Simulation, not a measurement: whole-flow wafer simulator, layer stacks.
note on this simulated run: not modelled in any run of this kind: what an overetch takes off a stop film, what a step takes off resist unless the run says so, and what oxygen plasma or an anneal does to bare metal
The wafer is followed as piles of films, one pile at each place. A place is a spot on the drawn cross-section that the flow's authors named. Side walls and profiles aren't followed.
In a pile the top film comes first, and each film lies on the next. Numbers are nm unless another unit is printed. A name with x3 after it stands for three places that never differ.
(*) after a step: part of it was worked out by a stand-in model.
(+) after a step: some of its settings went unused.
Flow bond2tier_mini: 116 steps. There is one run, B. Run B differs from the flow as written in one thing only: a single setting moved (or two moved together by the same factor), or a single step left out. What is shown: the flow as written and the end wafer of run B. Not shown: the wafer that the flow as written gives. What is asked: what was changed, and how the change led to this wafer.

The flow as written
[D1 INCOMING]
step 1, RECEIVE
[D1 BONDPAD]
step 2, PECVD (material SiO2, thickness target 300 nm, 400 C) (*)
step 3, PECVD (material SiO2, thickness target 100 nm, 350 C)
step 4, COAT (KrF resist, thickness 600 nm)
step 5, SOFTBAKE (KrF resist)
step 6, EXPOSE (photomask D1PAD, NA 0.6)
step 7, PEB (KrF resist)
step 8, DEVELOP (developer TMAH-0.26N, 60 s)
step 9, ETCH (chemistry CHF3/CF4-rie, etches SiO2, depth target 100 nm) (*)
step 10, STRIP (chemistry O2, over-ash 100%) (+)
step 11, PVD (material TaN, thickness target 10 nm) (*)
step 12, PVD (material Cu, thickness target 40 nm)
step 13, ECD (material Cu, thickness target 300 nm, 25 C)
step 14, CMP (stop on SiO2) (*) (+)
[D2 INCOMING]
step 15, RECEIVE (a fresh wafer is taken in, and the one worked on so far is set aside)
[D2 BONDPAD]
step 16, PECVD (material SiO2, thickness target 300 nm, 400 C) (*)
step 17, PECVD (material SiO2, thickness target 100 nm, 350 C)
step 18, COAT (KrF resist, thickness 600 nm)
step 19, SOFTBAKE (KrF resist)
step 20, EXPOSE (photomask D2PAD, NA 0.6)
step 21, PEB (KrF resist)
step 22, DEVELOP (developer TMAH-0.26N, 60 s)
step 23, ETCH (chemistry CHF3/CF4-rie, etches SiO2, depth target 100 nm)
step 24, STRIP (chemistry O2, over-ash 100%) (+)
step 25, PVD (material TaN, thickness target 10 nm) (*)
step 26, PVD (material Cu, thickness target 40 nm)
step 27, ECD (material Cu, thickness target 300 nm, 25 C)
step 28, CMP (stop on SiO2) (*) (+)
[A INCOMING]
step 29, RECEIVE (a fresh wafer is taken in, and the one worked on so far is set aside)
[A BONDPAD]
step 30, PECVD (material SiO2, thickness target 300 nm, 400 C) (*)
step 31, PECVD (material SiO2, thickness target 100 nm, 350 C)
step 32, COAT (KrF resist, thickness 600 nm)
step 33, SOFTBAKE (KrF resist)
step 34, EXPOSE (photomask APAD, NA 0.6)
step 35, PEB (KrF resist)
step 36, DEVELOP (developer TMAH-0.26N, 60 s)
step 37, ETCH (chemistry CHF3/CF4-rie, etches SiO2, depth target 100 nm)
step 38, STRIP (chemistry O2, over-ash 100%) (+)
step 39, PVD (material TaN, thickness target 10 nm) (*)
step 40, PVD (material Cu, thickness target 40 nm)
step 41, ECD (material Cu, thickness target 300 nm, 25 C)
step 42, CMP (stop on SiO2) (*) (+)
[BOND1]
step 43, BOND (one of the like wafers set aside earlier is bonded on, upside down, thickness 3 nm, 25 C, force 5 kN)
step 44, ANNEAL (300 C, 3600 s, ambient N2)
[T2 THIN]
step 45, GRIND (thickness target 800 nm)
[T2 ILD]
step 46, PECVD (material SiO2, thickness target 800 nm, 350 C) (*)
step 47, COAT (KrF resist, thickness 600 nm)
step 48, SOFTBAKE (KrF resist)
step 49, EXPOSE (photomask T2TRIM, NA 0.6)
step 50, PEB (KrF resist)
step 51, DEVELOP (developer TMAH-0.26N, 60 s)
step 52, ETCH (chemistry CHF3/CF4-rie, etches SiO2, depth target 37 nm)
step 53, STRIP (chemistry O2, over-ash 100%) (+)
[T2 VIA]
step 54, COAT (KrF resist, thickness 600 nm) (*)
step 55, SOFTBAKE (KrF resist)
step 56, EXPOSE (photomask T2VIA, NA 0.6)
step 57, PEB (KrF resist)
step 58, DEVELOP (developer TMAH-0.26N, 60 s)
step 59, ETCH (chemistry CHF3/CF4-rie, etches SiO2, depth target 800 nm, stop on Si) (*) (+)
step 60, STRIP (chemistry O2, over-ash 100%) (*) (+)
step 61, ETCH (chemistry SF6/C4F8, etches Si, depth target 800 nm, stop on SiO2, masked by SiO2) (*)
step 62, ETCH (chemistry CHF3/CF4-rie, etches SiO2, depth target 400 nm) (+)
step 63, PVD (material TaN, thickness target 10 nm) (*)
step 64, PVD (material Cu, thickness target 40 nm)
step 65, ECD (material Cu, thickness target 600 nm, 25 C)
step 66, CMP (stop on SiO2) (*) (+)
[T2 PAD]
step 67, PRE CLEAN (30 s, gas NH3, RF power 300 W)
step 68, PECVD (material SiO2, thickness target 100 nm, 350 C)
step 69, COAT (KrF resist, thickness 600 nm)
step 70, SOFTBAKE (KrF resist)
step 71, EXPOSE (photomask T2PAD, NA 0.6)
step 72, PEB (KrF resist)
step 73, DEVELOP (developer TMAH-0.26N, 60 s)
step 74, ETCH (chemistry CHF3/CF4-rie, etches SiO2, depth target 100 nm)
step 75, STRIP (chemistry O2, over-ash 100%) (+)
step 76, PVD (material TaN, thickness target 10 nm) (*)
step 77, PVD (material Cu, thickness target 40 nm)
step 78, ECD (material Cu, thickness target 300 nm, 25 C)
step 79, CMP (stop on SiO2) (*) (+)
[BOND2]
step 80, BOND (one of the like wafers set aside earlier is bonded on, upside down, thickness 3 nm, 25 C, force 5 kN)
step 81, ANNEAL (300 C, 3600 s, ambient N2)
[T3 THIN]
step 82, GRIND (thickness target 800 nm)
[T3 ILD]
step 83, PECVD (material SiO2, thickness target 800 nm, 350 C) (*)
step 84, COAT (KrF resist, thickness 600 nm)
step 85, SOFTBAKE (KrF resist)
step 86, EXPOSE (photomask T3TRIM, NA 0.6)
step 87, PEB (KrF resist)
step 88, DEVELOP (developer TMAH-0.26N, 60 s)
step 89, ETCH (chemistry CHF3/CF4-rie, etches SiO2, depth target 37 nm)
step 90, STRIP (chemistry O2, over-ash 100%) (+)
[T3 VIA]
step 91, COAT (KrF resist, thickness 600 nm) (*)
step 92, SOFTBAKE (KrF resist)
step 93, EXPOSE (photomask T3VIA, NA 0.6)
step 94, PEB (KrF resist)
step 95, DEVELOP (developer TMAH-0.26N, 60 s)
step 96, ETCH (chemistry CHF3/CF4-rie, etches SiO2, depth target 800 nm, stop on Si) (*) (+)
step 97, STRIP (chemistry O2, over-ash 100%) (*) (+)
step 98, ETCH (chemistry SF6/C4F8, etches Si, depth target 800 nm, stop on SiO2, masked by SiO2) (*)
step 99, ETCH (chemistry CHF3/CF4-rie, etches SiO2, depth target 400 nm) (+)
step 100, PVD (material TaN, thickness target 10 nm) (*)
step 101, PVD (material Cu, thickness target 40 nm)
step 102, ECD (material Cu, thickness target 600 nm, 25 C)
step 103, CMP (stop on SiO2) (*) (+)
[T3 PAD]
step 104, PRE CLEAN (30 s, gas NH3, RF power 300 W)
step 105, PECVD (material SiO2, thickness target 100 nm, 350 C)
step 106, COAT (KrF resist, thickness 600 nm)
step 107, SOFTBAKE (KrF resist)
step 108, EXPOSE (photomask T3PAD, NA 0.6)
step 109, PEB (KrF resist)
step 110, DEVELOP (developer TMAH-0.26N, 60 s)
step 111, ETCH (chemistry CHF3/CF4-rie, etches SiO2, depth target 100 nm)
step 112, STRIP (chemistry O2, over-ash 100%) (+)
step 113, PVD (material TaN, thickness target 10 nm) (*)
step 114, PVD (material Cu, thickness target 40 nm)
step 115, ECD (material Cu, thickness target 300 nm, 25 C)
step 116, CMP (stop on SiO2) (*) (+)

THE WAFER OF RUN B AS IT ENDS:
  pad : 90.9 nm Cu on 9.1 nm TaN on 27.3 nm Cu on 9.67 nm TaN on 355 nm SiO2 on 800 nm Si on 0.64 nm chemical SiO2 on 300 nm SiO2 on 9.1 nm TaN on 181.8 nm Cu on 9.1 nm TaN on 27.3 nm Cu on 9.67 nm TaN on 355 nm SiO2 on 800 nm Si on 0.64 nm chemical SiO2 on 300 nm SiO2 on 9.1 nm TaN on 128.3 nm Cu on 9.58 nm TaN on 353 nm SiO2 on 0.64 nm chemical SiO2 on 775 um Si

The reason: step 37, ETCH: depth target 47 nm was run, while the flow as written has depth target 100 nm.

How this came from the change, step by step:
  step 37, ETCH (chemistry CHF3/CF4-rie, etches SiO2, depth target 100 nm)
      pad, via: -47 SiO2 (in the flow as written it would be: -100 SiO2)
      field: -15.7 KrF resist (in the flow as written it would be: -33.3 KrF resist)
  step 38, STRIP (chemistry O2, over-ash 100%) (+)
      field: -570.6 KrF resist (all of it) (in the flow as written it would be: -552.9 KrF resist (all of it))
  step 40, PVD (material Cu, thickness target 40 nm)
      pad: +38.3 Cu (new film) (in the flow as written it would be: +36.4 Cu (new film))
  step 41, ECD (material Cu, thickness target 300 nm, 25 C)
      pad: +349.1 Cu (in the flow as written it would be: +404.5 Cu)
      via: +347 Cu (in the flow as written it would be: +400.2 Cu)
